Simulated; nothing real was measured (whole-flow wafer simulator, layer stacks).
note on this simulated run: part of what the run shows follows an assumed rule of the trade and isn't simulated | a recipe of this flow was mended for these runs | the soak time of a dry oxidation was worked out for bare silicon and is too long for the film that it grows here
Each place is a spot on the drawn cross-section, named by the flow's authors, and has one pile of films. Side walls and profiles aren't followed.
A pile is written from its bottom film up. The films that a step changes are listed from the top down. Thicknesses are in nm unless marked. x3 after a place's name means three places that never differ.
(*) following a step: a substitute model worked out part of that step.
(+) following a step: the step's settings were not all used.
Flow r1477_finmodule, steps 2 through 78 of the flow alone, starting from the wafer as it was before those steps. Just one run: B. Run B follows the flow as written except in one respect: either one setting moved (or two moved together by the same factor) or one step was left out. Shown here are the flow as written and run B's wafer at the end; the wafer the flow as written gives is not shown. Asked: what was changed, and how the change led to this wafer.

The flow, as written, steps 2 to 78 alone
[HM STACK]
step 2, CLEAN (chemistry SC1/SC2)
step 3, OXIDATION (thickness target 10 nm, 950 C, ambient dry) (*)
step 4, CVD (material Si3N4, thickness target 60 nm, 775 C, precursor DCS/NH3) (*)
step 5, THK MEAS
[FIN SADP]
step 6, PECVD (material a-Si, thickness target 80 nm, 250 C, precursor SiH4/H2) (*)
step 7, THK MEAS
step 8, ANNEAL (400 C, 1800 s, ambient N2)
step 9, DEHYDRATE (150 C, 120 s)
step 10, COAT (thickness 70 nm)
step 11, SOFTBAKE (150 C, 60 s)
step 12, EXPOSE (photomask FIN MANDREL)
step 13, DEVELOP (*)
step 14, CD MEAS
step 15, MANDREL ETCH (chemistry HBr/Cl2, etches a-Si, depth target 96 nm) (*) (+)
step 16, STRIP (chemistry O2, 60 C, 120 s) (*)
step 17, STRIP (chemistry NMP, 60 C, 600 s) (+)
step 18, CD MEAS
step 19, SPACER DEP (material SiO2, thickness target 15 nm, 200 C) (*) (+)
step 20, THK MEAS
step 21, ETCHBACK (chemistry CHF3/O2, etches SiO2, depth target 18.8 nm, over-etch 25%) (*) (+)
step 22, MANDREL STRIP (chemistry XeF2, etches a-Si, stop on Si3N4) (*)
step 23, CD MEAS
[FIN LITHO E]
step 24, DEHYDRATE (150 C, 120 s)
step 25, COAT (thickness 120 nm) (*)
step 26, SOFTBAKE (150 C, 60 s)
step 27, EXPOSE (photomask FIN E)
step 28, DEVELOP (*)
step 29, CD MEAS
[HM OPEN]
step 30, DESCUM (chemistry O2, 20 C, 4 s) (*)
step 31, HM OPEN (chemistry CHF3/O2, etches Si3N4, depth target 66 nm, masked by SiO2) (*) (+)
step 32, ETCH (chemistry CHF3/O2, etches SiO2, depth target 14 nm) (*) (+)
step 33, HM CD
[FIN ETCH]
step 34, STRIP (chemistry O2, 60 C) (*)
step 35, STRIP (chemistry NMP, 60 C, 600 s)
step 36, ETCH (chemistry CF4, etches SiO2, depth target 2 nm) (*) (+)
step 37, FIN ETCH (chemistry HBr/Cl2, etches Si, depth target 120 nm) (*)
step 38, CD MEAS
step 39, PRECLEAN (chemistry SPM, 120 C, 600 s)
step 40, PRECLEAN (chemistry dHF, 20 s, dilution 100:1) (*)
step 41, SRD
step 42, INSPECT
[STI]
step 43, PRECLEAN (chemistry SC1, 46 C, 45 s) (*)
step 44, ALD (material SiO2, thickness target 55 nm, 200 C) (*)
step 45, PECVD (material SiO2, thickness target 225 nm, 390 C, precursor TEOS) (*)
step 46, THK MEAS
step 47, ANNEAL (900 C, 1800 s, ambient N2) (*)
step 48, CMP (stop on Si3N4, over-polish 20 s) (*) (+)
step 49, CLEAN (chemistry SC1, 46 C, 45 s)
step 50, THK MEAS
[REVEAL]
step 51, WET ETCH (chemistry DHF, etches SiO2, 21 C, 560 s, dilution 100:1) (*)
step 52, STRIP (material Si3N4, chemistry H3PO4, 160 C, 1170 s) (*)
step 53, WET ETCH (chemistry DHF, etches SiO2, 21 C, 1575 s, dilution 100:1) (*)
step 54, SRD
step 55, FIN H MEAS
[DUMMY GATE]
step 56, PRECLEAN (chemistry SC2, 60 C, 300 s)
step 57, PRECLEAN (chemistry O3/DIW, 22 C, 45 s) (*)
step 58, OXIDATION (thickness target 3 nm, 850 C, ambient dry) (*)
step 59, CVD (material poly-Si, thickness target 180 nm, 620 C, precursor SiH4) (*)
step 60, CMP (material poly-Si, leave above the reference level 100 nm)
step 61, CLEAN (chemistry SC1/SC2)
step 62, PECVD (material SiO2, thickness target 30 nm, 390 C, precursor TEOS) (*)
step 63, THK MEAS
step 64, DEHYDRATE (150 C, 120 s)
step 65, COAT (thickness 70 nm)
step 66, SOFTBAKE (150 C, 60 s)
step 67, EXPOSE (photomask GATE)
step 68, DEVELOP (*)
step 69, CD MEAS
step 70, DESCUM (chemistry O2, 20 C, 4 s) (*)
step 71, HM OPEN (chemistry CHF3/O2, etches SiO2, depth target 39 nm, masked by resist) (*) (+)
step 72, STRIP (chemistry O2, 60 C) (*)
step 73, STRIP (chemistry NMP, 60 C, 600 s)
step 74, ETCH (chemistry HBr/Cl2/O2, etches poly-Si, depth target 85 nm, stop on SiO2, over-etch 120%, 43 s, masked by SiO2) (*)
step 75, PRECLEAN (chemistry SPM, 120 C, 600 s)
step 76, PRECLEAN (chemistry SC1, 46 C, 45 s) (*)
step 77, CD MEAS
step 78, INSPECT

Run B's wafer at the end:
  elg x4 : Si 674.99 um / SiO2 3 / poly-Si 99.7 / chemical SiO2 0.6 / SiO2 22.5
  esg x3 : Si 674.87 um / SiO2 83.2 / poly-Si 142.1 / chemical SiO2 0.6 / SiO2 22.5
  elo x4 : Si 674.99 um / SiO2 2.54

The reason: step 3, OXIDATION: thickness target 14 nm was run, whereas the flow has thickness target 10 nm.

How this came from the change, step by step:
  step 3, OXIDATION (thickness target 10 nm, 950 C, ambient dry) (*)
      pad, padg, elg x4 and 30 more: +14 SiO2 (new film), -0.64 chemical SiO2 (all of it), -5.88 Si (as written it would have been: +10 SiO2 (new film), -0.64 chemical SiO2 (all of it), -4.12 Si)
  step 32, ETCH (chemistry CHF3/O2, etches SiO2, depth target 14 nm) (*) (+)
      pad, padg, esg x3 and 11 more: -8.05 SiO2 (all of it), -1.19 Si (as written it would have been: -4.05 SiO2 (all of it), -1.99 Si)
      s40cg, s45cg, s50cg, s40co, s45co, s50co: -11 SiO2 (all of it), -0.6 Si (as written it would have been: -7 SiO2 (all of it), -1.4 Si)
  step 48, CMP (stop on Si3N4, over-polish 20 s) (*) (+)
      pad, padg: -76.2 SiO2 (as written it would have been: -79.4 SiO2)
  step 53, WET ETCH (chemistry DHF, etches SiO2, 21 C, 1575 s, dilution 100:1) (*)
      elg x4, elo x4: -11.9 SiO2 (all of it) (as written it would have been: -7.85 SiO2 (all of it))
      s40sg_line, s45sg_line, s50sg_line, s40so_line, s45so_line, s50so_line: -12.5 SiO2 (all of it) (as written it would have been: -8.51 SiO2 (all of it))
  step 60, CMP (material poly-Si, leave above the reference level 100 nm)
      pad, padg: -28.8 poly-Si (as written it would have been: -24.8 poly-Si)
  step 74, ETCH (chemistry HBr/Cl2/O2, etches poly-Si, depth target 85 nm, stop on SiO2, over-etch 120%, 43 s, masked by SiO2) (*)
      eso x3, e200so, s40co, s40so, s45co, s45so, s50co, s50so: -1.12 chemical SiO2 (all of it), -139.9 poly-Si (all of it), -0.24 SiO2 (as written it would have been: -1.12 chemical SiO2 (all of it), -143.9 poly-Si (all of it), -0.22 SiO2)
      pad: -1.12 chemical SiO2 (all of it), -148.8 poly-Si (all of it), -0.19 SiO2 (as written it would have been: -1.12 chemical SiO2 (all of it), -152.8 poly-Si (all of it), -0.17 SiO2)
